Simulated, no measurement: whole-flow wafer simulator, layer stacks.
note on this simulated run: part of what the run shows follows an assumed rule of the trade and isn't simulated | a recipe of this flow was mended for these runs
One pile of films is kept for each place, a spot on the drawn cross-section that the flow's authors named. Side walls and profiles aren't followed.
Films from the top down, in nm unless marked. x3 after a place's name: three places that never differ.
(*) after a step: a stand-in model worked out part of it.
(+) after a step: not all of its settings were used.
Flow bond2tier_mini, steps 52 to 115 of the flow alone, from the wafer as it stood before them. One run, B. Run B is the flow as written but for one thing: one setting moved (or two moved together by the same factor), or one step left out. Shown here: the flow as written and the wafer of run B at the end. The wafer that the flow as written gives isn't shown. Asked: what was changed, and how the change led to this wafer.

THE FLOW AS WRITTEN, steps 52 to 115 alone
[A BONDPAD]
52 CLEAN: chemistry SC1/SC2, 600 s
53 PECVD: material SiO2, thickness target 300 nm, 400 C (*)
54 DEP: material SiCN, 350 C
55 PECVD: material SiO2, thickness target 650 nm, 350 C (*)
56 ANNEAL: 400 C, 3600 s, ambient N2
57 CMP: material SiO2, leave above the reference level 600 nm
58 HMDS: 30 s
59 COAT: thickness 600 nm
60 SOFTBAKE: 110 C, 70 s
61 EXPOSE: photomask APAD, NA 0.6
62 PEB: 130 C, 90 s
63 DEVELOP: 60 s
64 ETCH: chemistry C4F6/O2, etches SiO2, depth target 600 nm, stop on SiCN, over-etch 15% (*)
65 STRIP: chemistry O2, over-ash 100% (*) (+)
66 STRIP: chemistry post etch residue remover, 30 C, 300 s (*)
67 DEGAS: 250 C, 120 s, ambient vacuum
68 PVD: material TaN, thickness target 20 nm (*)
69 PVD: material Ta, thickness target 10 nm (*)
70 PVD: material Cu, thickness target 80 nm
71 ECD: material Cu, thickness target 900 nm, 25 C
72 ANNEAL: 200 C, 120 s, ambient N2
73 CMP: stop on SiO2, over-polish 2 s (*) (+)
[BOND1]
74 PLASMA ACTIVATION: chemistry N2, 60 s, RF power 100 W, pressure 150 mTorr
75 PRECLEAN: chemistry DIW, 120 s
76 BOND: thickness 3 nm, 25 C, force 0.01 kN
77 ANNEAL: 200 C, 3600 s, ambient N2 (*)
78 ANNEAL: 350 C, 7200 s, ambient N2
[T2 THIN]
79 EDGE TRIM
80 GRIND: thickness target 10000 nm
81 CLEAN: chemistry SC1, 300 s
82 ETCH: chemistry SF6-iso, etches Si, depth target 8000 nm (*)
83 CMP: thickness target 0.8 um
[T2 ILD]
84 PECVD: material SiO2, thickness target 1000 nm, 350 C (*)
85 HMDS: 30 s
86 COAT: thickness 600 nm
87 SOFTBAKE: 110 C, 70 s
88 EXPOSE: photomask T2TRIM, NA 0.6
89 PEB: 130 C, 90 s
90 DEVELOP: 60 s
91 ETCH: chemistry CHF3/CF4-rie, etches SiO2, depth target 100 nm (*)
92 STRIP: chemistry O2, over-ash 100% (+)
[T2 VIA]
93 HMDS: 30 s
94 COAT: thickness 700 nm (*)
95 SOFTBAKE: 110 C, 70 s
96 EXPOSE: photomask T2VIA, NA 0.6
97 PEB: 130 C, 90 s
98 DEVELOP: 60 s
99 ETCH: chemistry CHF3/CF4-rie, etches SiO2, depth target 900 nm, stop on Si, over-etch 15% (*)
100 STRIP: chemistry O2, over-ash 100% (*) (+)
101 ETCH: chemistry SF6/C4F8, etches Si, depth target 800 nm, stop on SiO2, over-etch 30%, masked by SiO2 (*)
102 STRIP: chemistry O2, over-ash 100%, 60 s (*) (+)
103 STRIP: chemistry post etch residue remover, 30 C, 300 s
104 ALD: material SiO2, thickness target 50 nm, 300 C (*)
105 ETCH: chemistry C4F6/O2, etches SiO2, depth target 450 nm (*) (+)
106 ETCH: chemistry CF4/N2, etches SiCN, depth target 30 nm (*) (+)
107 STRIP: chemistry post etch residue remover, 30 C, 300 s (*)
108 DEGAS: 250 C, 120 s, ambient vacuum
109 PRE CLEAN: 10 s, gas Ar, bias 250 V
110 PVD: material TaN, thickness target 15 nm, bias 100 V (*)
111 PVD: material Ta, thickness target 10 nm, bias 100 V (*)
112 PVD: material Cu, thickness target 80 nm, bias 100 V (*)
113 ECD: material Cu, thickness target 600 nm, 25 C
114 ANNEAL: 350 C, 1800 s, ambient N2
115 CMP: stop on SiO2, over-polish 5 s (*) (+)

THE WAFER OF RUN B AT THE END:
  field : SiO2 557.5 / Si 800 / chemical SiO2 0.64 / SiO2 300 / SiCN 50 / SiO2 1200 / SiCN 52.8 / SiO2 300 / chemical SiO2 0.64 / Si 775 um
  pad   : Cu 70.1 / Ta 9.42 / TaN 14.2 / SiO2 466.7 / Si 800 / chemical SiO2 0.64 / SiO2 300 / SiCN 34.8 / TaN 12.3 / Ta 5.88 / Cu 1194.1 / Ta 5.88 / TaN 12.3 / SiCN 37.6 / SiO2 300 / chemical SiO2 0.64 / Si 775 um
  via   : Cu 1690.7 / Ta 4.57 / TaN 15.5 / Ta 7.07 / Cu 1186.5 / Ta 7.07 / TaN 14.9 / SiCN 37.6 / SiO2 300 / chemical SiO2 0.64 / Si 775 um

The cause: step 54, DEP: 337 C was run, where the flow has 350 C.

How the change led to this, step by step:
  54 DEP: material SiCN, 350 C
      field, pad, via: SiCN +52.8 (new film) (as written it would be: SiCN +50 (new film))
